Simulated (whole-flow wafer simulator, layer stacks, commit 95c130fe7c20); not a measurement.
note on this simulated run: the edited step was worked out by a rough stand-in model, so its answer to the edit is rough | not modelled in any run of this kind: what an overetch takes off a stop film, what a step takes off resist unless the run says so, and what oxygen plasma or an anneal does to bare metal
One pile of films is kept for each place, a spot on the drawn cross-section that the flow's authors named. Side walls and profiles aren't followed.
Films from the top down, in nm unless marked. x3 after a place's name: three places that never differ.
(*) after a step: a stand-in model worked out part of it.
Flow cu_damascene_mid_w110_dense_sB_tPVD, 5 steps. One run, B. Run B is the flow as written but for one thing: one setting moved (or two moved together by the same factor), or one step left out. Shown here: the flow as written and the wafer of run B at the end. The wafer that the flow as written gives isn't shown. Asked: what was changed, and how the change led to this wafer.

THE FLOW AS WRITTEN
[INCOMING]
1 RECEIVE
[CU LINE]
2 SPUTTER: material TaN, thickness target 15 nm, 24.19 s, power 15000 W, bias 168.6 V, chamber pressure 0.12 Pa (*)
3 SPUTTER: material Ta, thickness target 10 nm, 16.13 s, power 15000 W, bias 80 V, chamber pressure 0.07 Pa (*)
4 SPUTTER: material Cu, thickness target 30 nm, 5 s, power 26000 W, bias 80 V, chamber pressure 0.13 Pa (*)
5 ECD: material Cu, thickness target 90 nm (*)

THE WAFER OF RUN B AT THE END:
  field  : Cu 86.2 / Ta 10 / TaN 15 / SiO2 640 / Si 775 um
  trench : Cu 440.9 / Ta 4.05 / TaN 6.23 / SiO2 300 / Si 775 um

The cause: step 5, ECD: thickness target 56.2 nm was run, where the flow has thickness target 90 nm.

How the change led to this, step by step:
  5 ECD: material Cu, thickness target 90 nm (*)
      field: Cu +56.2 (as written it would be: Cu +90)
      trench: Cu +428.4 (as written it would be: Cu +462.2)
